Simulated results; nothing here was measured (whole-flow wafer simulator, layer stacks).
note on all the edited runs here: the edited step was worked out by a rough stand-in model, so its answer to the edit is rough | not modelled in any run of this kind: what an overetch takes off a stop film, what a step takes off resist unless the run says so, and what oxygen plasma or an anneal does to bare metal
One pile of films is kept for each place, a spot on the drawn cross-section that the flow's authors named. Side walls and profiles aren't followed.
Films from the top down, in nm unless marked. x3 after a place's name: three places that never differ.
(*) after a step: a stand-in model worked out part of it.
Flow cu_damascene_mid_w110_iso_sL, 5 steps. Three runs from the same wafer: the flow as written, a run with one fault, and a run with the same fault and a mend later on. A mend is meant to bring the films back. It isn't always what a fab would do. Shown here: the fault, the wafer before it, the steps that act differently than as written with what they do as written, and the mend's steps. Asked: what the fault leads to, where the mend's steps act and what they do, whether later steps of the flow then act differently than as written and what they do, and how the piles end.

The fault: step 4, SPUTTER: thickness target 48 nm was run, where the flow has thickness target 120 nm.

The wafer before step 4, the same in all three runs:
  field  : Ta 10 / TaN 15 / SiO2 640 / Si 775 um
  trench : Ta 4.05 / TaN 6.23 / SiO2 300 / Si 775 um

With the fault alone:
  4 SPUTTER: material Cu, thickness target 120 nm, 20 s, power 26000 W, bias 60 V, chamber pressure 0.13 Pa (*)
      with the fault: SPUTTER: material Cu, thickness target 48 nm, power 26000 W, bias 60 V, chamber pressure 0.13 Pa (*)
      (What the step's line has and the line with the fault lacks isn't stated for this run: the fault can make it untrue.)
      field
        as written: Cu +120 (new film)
        with the fault: Cu +48 (new film)
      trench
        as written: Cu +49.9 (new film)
        with the fault: Cu +20 (new film)
  Later steps of the flow that act differently than as written:
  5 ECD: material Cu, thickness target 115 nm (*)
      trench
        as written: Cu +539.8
        with the fault: Cu +497.7
  At the end the piles differ from the flow's by more than 2% or 0.5 nm, whichever is larger, at field, trench.
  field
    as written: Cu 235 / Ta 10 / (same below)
    with the fault: Cu 163 / Ta 10 / (same below)
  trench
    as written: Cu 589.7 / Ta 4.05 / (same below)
    with the fault: Cu 517.7 / Ta 4.05 / (same below)

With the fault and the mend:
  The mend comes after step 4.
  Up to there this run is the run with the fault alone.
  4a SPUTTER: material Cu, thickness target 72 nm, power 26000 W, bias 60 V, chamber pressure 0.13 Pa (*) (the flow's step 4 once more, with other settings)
      field
        Cu +72
      trench
        Cu +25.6
  No later step of the flow acts differently than as written, at any place that is followed, by more than 2% or 0.5 nm, whichever is larger.
  At the end the piles are the same as the flow's at every place that both follow.
